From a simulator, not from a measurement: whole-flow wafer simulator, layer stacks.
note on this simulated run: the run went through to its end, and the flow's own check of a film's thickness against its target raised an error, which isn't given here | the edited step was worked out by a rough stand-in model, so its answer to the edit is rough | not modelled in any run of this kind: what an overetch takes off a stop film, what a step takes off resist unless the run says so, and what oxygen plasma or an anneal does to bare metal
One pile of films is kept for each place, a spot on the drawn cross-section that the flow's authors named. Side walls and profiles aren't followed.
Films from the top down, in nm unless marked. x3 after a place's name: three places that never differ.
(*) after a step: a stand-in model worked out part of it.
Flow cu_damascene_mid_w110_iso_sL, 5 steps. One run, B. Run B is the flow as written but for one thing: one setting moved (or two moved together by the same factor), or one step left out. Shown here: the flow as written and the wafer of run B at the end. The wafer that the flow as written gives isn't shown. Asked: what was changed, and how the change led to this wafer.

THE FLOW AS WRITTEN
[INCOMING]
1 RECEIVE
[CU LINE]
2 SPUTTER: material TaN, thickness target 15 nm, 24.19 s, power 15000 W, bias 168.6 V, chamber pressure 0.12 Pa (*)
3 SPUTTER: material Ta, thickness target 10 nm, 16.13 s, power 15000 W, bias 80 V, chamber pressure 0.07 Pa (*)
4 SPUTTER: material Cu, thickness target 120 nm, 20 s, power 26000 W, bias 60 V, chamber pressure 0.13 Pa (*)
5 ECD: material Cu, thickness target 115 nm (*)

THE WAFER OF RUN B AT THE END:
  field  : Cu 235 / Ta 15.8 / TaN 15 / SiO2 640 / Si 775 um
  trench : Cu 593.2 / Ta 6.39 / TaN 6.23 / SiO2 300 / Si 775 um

The cause: step 3, SPUTTER: thickness target 15.8 nm was run, where the flow has thickness target 10 nm; step 3, SPUTTER: 25.4 s was run, where the flow has 16.13 s.
It can be read off the wafer: field has Ta 15.8, and step 3 as written asks for 10 nm.

How the change led to this, step by step:
  3 SPUTTER: material Ta, thickness target 10 nm, 16.13 s, power 15000 W, bias 80 V, chamber pressure 0.07 Pa (*)
      field: Ta +15.8 (new film) (as written it would be: Ta +10 (new film))
      trench: Ta +6.39 (new film) (as written it would be: Ta +4.05 (new film))
